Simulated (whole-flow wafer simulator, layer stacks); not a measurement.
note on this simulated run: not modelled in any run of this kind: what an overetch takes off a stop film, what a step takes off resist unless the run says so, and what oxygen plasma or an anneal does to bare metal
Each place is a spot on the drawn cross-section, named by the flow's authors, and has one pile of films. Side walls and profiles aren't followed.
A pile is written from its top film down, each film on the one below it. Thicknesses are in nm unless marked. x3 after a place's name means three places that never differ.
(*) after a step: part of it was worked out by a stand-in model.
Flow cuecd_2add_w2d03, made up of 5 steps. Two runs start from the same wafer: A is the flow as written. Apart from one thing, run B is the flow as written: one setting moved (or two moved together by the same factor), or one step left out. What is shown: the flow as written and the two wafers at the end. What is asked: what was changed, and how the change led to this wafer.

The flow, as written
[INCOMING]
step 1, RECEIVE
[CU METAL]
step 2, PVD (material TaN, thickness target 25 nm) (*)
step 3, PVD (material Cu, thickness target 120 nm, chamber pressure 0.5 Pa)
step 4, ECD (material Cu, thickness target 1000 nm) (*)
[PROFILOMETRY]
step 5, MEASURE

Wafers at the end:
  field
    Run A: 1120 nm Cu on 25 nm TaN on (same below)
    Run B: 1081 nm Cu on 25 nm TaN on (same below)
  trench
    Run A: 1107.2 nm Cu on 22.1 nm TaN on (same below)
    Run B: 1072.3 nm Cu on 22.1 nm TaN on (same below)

The reason: step 3, PVD: thickness target 81 nm was run, though the flow has thickness target 120 nm.

How this came from the change, step by step:
  step 3, PVD (material Cu, thickness target 120 nm, chamber pressure 0.5 Pa)
      field: A Cu gains 120 (new film) | B Cu gains 81 (new film)
      trench: A Cu gains 107.2 (new film) | B Cu gains 72.3 (new film)
